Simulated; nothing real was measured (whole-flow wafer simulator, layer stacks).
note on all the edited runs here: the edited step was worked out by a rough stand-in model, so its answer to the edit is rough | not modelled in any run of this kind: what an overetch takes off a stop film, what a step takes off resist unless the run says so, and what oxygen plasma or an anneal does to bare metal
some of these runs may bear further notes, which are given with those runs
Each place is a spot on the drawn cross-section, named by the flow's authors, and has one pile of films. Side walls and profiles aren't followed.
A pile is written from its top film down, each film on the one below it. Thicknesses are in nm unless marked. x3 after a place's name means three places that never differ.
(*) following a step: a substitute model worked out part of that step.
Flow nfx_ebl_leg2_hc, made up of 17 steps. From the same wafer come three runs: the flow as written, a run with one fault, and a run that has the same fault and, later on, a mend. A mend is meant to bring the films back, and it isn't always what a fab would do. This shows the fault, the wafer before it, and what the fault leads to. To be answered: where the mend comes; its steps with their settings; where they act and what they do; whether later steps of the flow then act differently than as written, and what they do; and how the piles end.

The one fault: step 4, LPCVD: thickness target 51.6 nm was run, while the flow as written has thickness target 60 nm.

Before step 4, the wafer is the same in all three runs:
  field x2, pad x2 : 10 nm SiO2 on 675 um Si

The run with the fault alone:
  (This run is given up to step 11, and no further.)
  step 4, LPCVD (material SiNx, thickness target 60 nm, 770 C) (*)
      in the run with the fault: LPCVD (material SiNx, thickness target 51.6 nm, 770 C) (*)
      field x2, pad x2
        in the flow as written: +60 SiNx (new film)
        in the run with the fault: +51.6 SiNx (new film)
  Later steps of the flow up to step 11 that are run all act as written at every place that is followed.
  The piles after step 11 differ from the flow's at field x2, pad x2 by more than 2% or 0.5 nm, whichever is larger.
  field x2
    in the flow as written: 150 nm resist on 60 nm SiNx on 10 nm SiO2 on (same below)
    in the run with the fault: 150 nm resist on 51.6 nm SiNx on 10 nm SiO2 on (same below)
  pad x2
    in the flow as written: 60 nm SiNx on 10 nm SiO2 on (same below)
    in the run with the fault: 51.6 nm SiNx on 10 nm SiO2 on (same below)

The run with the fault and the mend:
  After step 11 comes the mend.
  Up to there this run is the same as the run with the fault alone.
  step 11a, STRIP (resist, chemistry O2, 25 C) (*)
      field x2
        -150 resist (all of it)
  step 11b, CLEAN (chemistry SC1/SC2) (*) (the flow's step 2, run once more)
      does not change any film at any place that is followed
  step 11c, LPCVD (material SiNx, thickness target 8.4 nm, 770 C) (*) (the flow's step 4, run once more with other settings)
      field x2, pad x2
        +8.4 SiNx
  step 11d, DEHYDRATE (180 C, 120 s) (the flow's step 6, run once more)
      does not change any film at any place that is followed
  step 11e, COAT (resist, thickness 150 nm) (the flow's step 7, run once more)
      field x2, pad x2
        +150 resist (new film)
  step 11f, SOFTBAKE (resist, 150 C, 60 s) (the flow's step 8, run once more)
      does not change any film at any place that is followed
  step 11g, EXPOSE (PMMA, thickness 150 nm, photomask GRATING) (*) (the flow's step 9, run once more)
      does not change any film at any place that is followed
  step 11h, DEVELOP (resist, thickness 150 nm, developer developer-C-546, 60 s) (*) (the flow's step 10, run once more)
      pad x2
        -150 resist (all of it)
  Later steps of the flow that are run all act as written at every place that is followed.
  The piles end the same as the flow's at every place that both follow.
